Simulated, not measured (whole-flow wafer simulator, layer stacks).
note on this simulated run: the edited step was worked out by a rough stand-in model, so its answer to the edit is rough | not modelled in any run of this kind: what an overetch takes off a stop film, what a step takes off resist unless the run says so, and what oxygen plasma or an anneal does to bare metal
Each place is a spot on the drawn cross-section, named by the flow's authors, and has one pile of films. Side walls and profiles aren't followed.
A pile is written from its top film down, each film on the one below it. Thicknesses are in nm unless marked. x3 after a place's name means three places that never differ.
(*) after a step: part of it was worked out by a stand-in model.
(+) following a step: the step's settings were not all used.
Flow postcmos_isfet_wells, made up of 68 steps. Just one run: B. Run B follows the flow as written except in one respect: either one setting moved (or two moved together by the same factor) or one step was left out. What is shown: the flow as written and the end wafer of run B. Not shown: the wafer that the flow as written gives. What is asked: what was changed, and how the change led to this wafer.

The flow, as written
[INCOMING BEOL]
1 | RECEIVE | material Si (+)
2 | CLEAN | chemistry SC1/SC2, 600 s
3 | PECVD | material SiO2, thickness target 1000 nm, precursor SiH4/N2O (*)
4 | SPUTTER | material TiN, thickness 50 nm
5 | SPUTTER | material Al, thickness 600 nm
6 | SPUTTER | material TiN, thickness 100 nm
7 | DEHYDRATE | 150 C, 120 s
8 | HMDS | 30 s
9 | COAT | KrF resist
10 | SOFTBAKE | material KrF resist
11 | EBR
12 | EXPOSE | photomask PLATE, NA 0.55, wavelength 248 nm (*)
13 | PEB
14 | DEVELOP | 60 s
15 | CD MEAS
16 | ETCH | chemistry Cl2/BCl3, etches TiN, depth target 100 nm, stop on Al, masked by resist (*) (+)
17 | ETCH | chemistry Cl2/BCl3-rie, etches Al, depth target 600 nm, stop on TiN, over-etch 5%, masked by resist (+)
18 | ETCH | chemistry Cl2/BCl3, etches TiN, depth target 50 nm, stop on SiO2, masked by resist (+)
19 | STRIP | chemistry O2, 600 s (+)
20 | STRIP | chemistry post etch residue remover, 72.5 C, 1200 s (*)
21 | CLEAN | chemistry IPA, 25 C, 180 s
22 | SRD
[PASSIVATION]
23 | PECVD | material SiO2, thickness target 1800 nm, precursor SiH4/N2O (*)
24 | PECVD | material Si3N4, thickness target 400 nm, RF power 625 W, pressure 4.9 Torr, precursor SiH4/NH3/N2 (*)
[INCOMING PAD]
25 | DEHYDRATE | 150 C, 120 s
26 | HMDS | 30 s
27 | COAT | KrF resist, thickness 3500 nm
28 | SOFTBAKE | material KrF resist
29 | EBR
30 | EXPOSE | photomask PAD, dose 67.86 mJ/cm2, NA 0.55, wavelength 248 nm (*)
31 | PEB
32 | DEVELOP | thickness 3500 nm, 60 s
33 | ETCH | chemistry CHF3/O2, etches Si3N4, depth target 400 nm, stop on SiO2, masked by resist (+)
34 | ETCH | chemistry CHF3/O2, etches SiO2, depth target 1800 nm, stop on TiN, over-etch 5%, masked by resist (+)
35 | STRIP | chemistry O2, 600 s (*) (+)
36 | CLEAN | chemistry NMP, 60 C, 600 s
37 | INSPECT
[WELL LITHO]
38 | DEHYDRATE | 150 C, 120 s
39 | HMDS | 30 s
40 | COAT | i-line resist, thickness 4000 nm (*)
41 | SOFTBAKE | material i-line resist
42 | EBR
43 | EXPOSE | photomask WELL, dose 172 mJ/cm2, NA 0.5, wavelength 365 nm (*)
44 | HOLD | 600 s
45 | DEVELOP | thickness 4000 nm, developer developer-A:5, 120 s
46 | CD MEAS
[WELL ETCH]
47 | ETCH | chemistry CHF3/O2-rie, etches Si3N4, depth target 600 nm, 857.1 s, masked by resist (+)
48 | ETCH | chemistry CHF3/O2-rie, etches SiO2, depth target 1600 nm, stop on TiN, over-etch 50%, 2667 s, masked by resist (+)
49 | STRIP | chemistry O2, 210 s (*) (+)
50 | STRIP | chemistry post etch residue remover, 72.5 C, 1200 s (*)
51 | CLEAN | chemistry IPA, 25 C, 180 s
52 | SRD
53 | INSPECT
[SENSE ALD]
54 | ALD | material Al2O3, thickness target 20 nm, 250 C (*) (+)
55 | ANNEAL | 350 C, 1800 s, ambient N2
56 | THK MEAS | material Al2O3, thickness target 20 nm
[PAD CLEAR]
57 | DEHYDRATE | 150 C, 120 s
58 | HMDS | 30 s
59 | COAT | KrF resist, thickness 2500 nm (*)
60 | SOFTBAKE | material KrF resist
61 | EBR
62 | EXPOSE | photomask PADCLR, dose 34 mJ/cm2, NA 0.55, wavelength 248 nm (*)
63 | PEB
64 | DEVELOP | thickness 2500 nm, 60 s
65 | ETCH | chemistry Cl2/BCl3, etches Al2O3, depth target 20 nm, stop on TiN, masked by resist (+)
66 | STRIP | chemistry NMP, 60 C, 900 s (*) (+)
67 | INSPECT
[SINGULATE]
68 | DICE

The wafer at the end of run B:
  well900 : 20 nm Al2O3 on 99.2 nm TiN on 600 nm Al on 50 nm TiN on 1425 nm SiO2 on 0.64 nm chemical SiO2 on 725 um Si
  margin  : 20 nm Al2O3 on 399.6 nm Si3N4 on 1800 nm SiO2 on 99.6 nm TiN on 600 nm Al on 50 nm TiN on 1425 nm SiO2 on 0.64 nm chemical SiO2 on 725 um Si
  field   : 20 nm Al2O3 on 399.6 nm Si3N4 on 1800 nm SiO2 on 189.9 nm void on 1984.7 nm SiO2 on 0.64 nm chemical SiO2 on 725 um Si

The reason: step 3, PECVD: thickness target 1425 nm was run, while the flow as written has thickness target 1000 nm.
The wafer lets one read it off: well900 has SiO2 1425, and step 3 as written asks for 1000 nm.

How this came from the change, step by step:
  3 | PECVD | material SiO2, thickness target 1000 nm, precursor SiH4/N2O (*)
      field, margin, well900, well1300 x3, pad_rim, pad_clr, pad_open: +1425 SiO2 (new film) (it would be, as written: +1000 SiO2 (new film))
